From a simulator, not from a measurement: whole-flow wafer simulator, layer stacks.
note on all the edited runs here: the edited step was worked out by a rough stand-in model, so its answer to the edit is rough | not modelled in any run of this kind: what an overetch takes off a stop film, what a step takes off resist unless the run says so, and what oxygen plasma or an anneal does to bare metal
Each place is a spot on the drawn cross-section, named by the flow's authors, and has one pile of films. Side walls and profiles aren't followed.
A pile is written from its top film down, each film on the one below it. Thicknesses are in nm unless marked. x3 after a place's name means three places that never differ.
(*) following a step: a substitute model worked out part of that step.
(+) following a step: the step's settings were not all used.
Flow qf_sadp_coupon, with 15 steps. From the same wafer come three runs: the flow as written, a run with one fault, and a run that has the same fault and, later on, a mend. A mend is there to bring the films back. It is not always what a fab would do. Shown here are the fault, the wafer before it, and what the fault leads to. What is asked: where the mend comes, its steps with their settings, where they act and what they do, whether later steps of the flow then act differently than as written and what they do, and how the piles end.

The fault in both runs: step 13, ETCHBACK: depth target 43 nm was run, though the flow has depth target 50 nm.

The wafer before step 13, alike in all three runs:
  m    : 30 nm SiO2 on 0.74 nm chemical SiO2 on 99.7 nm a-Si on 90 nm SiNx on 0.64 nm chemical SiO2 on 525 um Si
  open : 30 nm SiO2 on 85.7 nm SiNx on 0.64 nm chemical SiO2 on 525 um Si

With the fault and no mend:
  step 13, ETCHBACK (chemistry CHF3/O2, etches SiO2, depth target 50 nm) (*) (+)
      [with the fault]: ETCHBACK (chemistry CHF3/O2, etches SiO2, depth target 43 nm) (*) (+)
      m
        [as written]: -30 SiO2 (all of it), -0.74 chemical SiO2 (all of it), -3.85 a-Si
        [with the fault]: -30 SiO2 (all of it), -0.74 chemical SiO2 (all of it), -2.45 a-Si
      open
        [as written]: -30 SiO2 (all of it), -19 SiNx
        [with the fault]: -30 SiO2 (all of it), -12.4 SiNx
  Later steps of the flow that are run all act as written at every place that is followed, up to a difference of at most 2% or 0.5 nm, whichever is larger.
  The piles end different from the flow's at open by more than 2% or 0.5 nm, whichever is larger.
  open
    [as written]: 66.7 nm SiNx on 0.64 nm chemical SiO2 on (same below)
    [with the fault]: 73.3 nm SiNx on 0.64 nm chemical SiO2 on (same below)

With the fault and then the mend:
  After step 13 comes the mend.
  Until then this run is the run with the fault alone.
  step 13a, ETCHBACK (chemistry CHF3/O2, etches SiO2, depth target 7 nm) (*) (+) (the flow's step 13 again, with other settings)
      m
        -1.4 a-Si
      open
        -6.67 SiNx
  Later steps of the flow that are run all act as written at every place that is followed.
  At every place that both follow, the piles at the end match the flow's.
